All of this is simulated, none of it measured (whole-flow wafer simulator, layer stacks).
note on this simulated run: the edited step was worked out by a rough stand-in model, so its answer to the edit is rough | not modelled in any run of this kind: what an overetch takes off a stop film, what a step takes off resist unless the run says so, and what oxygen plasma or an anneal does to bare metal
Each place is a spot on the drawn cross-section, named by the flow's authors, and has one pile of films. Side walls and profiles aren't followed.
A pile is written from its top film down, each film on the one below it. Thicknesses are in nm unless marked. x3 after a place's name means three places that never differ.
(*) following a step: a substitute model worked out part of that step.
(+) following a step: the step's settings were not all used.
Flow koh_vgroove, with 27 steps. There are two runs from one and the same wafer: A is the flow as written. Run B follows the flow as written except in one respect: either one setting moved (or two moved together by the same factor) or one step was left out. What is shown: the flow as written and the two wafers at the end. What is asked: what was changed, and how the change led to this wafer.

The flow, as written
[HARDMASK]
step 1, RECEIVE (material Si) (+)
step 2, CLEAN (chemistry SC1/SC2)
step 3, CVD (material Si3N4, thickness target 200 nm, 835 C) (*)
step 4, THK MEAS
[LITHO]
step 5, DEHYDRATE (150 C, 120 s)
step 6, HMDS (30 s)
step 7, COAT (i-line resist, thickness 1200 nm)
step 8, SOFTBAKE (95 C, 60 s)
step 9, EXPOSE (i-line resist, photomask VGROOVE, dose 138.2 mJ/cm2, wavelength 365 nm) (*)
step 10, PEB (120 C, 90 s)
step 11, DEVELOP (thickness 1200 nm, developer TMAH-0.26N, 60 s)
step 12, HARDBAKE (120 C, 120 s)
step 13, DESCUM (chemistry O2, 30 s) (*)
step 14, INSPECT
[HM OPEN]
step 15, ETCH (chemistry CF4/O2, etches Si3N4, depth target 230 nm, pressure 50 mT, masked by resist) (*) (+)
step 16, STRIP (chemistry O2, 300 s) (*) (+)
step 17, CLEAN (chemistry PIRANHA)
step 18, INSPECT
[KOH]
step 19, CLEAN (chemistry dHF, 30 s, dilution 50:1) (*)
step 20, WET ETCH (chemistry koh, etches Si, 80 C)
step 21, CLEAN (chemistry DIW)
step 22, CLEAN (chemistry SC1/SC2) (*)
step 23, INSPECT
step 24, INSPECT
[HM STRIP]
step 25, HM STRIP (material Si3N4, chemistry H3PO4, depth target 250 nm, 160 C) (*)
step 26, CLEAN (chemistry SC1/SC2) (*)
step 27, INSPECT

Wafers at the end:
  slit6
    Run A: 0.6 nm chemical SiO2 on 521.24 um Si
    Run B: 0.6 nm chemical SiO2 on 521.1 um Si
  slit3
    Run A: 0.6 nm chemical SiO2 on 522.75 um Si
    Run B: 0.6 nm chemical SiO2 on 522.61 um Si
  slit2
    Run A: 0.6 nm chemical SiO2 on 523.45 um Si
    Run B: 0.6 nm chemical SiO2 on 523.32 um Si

Cause: step 15, ETCH: depth target 368 nm was run, though the flow has depth target 230 nm.

The path from the change to this, step by step:
  step 15, ETCH (chemistry CF4/O2, etches Si3N4, depth target 230 nm, pressure 50 mT, masked by resist) (*) (+)
      slit3, slit2, slit6, slit20: A Si3N4 loses 200 (all of it), chemical SiO2 loses 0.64 (all of it), Si loses 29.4 | B Si3N4 loses 200 (all of it), chemical SiO2 loses 0.64 (all of it), Si loses 167.4
      field: A i-line resist loses 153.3 | B i-line resist loses 245.3
  step 16, STRIP (chemistry O2, 300 s) (*) (+)
      field: A i-line resist loses 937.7 (all of it) | B i-line resist loses 845.7 (all of it)
